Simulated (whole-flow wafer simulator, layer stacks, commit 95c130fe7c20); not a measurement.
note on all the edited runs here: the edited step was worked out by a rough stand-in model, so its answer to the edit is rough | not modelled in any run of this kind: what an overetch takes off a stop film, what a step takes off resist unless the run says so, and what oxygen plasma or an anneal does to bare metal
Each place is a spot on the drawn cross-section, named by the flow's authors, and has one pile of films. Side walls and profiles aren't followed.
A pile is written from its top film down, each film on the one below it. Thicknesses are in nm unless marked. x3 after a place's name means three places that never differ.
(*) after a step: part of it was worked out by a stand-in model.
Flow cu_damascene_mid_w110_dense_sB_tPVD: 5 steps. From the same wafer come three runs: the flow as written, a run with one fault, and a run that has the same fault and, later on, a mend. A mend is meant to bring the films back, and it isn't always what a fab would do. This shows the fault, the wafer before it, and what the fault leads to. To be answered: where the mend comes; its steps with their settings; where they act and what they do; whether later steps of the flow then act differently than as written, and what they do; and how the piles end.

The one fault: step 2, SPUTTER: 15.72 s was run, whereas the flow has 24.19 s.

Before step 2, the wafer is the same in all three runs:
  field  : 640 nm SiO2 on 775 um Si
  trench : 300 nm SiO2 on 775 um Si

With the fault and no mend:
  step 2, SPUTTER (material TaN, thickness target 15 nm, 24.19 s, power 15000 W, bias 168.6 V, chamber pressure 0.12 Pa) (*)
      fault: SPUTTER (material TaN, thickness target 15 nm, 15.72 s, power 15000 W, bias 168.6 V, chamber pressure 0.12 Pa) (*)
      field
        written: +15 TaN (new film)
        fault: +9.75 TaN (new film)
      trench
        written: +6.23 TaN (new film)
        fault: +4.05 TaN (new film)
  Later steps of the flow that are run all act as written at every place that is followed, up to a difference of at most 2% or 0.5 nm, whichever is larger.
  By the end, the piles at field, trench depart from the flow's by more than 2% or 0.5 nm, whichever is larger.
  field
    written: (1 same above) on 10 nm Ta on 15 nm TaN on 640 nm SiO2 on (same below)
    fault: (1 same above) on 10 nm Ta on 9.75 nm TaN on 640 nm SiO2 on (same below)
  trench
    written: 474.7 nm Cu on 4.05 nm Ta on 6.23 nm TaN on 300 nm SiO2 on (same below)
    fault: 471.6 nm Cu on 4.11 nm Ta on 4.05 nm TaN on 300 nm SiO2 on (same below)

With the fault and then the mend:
  The mend stands after step 2.
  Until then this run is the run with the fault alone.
  step 2a, SPUTTER (material TaN, thickness target 15 nm, 8.47 s, power 15000 W, bias 168.6 V, chamber pressure 0.12 Pa) (*) (a further turn of the flow's step 2, with different settings)
      field
        +5.25 TaN
      trench
        +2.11 TaN
  Later steps of the flow that are run all act as written at every place that is followed, up to a difference of at most 2% or 0.5 nm, whichever is larger.
  The piles end only slightly different from the flow's at the places that both follow, by no more than 2% or 0.5 nm, whichever is larger.
